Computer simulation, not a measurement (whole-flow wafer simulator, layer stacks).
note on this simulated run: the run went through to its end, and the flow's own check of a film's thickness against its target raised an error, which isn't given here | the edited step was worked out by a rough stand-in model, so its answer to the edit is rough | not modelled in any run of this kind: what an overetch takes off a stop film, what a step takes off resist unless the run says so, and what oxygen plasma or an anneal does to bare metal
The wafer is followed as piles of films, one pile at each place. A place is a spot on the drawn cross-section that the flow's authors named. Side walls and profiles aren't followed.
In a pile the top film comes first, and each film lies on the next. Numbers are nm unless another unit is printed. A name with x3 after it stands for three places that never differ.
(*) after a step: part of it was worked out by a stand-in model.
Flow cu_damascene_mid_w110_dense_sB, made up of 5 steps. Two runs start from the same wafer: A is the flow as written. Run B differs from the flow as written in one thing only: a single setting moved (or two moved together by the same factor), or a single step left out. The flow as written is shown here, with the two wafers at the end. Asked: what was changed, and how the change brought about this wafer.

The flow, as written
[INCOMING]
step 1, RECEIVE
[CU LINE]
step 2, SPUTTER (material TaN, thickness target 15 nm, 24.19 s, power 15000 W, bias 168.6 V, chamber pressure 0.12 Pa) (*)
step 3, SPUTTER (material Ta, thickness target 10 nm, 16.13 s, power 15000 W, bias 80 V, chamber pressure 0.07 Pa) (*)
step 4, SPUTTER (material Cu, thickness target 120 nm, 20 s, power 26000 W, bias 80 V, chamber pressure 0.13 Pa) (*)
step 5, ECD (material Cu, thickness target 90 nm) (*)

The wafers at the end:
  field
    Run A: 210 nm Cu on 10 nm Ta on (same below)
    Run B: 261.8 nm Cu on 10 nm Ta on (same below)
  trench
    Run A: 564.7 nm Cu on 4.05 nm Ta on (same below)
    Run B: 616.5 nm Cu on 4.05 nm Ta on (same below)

What caused this: step 5, ECD: thickness target 141.8 nm was run, whereas the flow has thickness target 90 nm.

How this came from the change, step by step:
  step 5, ECD (material Cu, thickness target 90 nm) (*)
      field: A Cu gains 90 | B Cu gains 141.8
      trench: A Cu gains 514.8 | B Cu gains 566.6
